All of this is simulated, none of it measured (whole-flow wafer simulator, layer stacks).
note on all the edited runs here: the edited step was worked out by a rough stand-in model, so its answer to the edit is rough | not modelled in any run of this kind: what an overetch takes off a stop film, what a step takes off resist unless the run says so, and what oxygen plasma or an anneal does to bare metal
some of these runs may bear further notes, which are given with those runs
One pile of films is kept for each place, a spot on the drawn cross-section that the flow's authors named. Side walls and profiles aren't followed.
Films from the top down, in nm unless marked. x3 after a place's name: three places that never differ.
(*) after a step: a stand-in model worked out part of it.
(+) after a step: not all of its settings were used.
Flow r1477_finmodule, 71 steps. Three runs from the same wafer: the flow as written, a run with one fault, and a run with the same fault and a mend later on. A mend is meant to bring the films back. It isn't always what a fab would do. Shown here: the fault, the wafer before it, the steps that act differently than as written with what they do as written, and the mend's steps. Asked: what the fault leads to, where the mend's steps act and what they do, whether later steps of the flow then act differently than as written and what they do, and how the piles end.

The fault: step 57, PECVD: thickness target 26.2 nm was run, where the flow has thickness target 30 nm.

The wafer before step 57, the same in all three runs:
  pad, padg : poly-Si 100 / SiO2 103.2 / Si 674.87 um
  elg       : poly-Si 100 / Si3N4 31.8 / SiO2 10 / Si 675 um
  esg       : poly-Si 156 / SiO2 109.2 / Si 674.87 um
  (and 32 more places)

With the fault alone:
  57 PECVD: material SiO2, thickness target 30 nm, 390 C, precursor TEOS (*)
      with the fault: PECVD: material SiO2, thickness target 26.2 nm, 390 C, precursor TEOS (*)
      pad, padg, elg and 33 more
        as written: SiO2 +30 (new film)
        with the fault: SiO2 +26.2 (new film)
  Later steps of the flow that act differently than as written (1 more step differs only slightly, by at most 2% or 0.5 nm, whichever is larger, and isn't shown):
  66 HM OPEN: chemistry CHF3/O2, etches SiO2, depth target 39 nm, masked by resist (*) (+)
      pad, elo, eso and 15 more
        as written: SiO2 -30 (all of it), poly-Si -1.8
        with the fault: SiO2 -26.2 (all of it), poly-Si -2.56
  At the end the piles differ from the flow's by more than 2% or 0.5 nm, whichever is larger, at padg, elg, esg and 15 more.
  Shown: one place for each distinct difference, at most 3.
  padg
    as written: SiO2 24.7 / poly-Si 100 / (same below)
    with the fault: SiO2 20.9 / poly-Si 100 / (same below)
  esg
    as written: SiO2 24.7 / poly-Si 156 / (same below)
    with the fault: SiO2 20.9 / poly-Si 156 / (same below)
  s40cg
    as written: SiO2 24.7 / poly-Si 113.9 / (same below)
    with the fault: SiO2 20.9 / poly-Si 113.9 / (same below)

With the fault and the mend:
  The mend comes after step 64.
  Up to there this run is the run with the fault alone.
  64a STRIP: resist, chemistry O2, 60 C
      padg, elg, esg
        resist -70 (all of it)
      e40lg, e100lg, e200lg
        resist -66.9 (all of it)
      s40sg, s45sg
        resist -91 (all of it)
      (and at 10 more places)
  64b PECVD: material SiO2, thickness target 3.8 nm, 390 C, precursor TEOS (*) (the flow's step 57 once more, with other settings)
      pad, padg, elg and 33 more
        SiO2 +3.8
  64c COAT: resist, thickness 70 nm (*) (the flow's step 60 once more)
      e40lg, e100lg, e200lg, elo, e40lo, e100lo, e200lo
        resist +66.9 (new film)
      pad, padg, elg, esg
        resist +70 (new film)
      s40sg, s45sg, s40so, s45so
        resist +91 (new film)
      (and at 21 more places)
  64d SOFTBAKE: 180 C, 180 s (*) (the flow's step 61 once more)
      changes no film at any place that is followed
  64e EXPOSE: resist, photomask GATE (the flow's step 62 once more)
      changes no film at any place that is followed
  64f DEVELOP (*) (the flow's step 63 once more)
      elo, e40lo, e100lo, e200lo
        resist -66.9 (all of it)
      eso, e40so
        resist -129.5 (all of it)
      s40so, s45so
        resist -91 (all of it)
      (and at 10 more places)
  No later step of the flow acts differently than as written at any place that is followed.
  At the end the piles are the same as the flow's at every place that both follow.
